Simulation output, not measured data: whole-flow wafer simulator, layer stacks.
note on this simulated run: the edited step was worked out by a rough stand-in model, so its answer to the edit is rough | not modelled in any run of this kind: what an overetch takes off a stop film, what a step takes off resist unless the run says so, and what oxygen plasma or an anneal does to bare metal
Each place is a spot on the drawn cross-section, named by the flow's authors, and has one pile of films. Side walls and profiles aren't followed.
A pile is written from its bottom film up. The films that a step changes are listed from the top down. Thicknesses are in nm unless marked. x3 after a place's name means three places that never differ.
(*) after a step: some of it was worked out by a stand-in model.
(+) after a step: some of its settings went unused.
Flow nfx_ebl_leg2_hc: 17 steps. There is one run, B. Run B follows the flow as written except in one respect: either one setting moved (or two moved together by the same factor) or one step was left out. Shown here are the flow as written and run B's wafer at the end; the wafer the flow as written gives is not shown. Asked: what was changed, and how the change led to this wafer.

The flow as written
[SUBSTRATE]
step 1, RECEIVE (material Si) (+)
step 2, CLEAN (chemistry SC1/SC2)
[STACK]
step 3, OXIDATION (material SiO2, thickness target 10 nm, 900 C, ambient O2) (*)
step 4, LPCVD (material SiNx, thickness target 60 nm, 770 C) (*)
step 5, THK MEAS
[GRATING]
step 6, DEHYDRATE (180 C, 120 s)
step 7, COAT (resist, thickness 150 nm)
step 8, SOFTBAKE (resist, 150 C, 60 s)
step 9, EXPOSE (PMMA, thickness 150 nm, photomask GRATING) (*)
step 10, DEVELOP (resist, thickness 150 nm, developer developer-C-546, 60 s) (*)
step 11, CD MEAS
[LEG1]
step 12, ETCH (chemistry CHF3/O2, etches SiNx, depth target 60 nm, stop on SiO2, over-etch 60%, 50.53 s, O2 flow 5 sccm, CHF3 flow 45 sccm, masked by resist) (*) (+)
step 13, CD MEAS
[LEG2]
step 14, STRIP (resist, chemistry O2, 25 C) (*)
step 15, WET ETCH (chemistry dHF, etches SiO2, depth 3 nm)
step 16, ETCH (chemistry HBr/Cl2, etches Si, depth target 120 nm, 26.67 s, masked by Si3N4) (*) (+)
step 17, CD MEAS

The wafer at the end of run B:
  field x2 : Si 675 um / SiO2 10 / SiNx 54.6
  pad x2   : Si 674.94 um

What caused this: step 16, ETCH: depth target 57 nm was run, whereas the flow has depth target 120 nm; step 16, ETCH: 12.67 s was run, where the flow has 26.67 s.

Step by step, how the change led to this:
  step 16, ETCH (chemistry HBr/Cl2, etches Si, depth target 120 nm, 26.67 s, masked by Si3N4) (*) (+)
      field x2: SiNx loses 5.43 (it would be, as written: SiNx loses 11.4)
      pad x2: Si loses 57 (it would be, as written: Si loses 120)
